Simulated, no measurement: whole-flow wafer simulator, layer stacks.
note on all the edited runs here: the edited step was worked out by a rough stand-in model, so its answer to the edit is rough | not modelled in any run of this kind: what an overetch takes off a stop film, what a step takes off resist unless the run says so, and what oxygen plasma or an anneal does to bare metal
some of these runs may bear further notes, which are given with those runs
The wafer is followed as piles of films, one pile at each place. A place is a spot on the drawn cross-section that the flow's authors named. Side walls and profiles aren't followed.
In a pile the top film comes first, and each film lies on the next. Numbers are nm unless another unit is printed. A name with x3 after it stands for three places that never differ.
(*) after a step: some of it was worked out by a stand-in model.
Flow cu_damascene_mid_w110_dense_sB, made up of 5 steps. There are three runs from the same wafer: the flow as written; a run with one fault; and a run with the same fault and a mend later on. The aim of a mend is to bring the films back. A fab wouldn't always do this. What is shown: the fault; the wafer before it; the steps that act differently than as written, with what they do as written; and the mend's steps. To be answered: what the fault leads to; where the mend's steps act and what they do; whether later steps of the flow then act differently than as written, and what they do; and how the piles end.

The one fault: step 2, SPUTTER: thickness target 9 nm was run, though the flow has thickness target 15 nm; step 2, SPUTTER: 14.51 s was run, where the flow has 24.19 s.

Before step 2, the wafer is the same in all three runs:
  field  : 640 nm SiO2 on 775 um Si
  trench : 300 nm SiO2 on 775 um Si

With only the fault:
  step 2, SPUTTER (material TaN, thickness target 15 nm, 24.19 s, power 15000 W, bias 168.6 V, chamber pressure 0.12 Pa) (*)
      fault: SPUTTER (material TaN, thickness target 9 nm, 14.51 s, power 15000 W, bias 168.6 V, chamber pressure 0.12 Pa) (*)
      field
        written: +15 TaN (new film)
        fault: +9 TaN (new film)
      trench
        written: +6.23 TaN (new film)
        fault: +3.74 TaN (new film)
  None of the later steps of the flow differs from how it acts as written, at any place that is followed, by more than 2% or 0.5 nm, whichever is larger.
  The piles end different from the flow's at field, trench by more than 2% or 0.5 nm, whichever is larger.
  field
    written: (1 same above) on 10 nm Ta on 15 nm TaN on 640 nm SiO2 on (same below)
    fault: (1 same above) on 10 nm Ta on 9 nm TaN on 640 nm SiO2 on (same below)
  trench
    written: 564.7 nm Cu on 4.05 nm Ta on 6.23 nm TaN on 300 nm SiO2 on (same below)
    fault: 561.1 nm Cu on 4.12 nm Ta on 3.74 nm TaN on 300 nm SiO2 on (same below)

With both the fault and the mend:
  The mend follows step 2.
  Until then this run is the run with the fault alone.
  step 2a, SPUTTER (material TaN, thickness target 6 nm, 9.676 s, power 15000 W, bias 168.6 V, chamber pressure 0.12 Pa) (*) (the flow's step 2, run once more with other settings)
      field
        +6 TaN
      trench
        +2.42 TaN
  None of the later steps of the flow differs from how it acts as written, at any place that is followed, by more than 2% or 0.5 nm, whichever is larger.
  When the end is reached, the piles differ only a little from the flow's at the places that both follow, at most by 2% or 0.5 nm, whichever is larger.
